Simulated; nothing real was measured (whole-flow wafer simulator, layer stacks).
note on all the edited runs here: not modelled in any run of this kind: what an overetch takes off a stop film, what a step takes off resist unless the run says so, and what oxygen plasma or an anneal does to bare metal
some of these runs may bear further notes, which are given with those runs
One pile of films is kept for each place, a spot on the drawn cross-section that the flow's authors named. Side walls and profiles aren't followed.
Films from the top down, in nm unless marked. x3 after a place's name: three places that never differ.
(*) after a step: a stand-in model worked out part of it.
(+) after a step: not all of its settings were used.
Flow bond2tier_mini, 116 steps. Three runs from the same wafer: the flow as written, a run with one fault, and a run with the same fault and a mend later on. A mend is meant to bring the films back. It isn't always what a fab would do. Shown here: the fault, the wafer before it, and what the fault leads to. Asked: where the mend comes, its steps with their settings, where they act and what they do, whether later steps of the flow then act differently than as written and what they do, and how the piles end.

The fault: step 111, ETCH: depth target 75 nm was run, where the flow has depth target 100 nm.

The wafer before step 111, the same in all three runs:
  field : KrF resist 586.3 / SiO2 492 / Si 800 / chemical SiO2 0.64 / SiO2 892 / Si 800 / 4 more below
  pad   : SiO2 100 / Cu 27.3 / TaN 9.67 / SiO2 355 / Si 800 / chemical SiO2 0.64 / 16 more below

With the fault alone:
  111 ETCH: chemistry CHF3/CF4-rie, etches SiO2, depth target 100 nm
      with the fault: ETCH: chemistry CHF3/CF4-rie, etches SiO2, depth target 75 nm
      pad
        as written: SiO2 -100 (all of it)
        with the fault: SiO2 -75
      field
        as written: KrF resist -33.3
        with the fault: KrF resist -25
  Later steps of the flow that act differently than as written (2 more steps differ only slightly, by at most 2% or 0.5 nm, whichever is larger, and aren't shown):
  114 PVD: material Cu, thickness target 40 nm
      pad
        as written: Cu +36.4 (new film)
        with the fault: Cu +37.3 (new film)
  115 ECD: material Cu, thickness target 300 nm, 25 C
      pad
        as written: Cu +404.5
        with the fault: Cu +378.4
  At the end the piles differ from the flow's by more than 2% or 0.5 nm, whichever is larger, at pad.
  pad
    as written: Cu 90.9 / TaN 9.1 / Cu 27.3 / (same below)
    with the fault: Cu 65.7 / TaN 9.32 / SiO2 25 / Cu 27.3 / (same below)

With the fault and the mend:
  The mend comes after step 112.
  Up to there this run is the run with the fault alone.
  112a COAT: KrF resist, thickness 600 nm (*) (the flow's step 106 once more)
      field
        KrF resist +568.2 (new film)
      pad
        KrF resist +633.2 (new film)
  112b SOFTBAKE: KrF resist (the flow's step 107 once more)
      changes no film at any place that is followed
  112c EXPOSE: photomask T3PAD, NA 0.6 (the flow's step 108 once more)
      changes no film at any place that is followed
  112d PEB: KrF resist (the flow's step 109 once more)
      changes no film at any place that is followed
  112e DEVELOP: developer TMAH-0.26N, 60 s (the flow's step 110 once more)
      field
        KrF resist -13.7
      pad
        KrF resist -633.2 (all of it)
  112f ETCH: chemistry CHF3/CF4-rie, etches SiO2, depth target 25 nm (the flow's step 111 once more, with other settings)
      field
        KrF resist -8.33
      pad
        SiO2 -25 (all of it)
  112g STRIP: chemistry O2, over-ash 100% (+) (the flow's step 112 once more)
      field
        KrF resist -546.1 (all of it)
  No later step of the flow acts differently than as written at any place that is followed.
  At the end the piles are the same as the flow's at every place that both follow.
